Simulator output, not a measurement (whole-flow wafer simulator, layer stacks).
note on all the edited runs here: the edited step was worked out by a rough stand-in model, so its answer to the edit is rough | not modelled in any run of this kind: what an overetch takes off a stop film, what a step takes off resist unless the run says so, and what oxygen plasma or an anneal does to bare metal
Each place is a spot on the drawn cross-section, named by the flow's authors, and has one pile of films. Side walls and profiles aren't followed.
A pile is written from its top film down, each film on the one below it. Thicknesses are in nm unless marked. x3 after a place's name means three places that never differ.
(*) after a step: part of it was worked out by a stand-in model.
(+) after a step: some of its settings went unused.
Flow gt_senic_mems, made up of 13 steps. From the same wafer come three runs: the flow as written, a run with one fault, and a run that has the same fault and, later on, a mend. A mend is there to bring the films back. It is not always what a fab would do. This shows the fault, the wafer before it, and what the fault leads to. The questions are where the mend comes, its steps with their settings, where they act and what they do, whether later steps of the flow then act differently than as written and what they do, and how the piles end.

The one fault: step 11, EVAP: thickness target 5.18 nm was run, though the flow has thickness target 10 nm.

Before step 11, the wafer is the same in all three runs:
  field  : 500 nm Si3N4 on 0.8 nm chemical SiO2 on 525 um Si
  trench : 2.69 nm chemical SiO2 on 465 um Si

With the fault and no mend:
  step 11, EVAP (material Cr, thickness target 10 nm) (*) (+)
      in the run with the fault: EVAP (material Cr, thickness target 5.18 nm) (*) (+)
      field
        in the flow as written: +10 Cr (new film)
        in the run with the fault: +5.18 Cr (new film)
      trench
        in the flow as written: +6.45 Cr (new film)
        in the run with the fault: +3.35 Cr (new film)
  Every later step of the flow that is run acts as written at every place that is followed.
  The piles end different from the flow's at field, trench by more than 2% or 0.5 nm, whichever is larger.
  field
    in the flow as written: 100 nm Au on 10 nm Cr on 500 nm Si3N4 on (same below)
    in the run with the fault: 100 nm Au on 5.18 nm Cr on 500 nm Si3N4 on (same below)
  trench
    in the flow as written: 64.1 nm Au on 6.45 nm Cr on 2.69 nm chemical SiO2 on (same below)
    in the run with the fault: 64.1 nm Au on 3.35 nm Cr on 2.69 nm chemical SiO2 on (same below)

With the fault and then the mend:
  The mend stands after step 11.
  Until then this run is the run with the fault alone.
  step 11a, EVAP (material Cr, thickness target 4.82 nm) (*) (+) (the flow's step 11 again, with other settings)
      field
        +4.82 Cr
      trench
        +3.11 Cr
  Every later step of the flow that is run acts as written at every place that is followed.
  When the end is reached, the piles differ only a little from the flow's at the places that both follow, at most by 2% or 0.5 nm, whichever is larger.
